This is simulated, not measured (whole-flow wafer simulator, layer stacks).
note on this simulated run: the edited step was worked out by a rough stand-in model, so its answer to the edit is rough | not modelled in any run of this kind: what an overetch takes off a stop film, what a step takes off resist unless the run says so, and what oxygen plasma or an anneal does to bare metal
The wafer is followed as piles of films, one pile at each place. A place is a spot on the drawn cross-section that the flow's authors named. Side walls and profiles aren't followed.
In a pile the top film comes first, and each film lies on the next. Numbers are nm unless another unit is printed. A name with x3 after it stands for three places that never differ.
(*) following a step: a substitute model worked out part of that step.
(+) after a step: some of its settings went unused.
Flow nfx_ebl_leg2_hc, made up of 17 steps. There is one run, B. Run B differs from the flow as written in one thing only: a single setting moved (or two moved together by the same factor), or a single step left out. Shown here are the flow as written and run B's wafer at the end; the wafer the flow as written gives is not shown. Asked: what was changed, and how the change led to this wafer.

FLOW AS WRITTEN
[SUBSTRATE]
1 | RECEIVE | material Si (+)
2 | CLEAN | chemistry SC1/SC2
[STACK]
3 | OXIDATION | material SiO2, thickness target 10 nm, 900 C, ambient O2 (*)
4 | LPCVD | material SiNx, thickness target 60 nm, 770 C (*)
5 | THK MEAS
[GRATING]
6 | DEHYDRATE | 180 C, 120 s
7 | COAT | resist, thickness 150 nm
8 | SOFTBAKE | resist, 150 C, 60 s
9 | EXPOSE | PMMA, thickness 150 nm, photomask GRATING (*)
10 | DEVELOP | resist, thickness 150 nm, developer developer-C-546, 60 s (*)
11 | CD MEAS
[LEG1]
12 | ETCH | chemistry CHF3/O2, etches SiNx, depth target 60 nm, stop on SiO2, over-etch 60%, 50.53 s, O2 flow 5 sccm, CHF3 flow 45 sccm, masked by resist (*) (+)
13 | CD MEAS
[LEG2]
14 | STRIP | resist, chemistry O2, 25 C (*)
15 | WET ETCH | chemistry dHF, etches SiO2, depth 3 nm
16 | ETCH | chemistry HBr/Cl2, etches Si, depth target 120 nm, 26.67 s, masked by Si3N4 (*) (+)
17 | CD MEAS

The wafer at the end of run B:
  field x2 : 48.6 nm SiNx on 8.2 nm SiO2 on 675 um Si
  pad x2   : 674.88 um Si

Cause: step 3, OXIDATION: thickness target 8.2 nm was run, though the flow has thickness target 10 nm.
The wafer itself shows it: field x2 has SiO2 8.2, and step 3 as written asks for 10 nm.

Step by step, how the change led to this:
  3 | OXIDATION | material SiO2, thickness target 10 nm, 900 C, ambient O2 (*)
      field x2, pad x2: SiO2 gains 8.2 (new film), chemical SiO2 loses 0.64 (all of it), Si loses 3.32 (in the flow as written it would be: SiO2 gains 10 (new film), chemical SiO2 loses 0.64 (all of it), Si loses 4.12)
  12 | ETCH | chemistry CHF3/O2, etches SiNx, depth target 60 nm, stop on SiO2, over-etch 60%, 50.53 s, O2 flow 5 sccm, CHF3 flow 45 sccm, masked by resist (*) (+)
      pad x2: SiNx loses 60 (all of it), SiO2 loses 8.2 (all of it) (in the flow as written it would be: SiNx loses 60 (all of it), SiO2 loses 10 (all of it))
